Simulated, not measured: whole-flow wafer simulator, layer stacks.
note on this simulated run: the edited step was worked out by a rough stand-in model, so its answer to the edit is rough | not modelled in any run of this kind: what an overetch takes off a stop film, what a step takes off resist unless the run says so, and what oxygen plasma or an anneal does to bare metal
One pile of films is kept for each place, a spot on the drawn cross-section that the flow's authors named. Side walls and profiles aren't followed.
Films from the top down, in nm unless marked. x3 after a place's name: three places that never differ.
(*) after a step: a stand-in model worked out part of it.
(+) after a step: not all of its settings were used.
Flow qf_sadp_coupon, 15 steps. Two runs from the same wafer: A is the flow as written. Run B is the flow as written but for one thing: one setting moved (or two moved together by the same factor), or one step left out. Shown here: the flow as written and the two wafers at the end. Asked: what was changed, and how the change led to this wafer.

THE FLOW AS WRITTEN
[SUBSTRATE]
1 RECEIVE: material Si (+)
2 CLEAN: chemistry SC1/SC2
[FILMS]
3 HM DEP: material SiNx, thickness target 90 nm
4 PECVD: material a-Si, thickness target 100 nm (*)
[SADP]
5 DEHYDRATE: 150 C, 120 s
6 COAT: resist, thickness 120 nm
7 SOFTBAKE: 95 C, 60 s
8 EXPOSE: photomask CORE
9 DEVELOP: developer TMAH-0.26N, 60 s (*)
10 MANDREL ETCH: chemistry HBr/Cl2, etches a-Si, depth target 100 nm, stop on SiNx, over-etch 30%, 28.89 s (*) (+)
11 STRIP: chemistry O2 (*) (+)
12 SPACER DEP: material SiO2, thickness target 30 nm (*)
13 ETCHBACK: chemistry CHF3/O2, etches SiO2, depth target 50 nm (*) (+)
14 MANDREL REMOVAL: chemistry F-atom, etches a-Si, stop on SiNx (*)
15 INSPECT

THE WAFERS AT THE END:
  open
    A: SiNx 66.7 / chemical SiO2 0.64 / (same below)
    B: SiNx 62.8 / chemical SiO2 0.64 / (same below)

The cause: step 4, PECVD: thickness target 72.9 nm was run, where the flow has thickness target 100 nm.

How the change led to this, step by step:
  4 PECVD: material a-Si, thickness target 100 nm (*)
      m, open: A a-Si +100 (new film) | B a-Si +72.9 (new film)
  10 MANDREL ETCH: chemistry HBr/Cl2, etches a-Si, depth target 100 nm, stop on SiNx, over-etch 30%, 28.89 s (*) (+)
      open: A a-Si -100 (all of it), SiNx -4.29 | B a-Si -72.9 (all of it), SiNx -8.16
  14 MANDREL REMOVAL: chemistry F-atom, etches a-Si, stop on SiNx (*)
      m: A a-Si -95.8 (all of it) | B a-Si -68.7 (all of it)
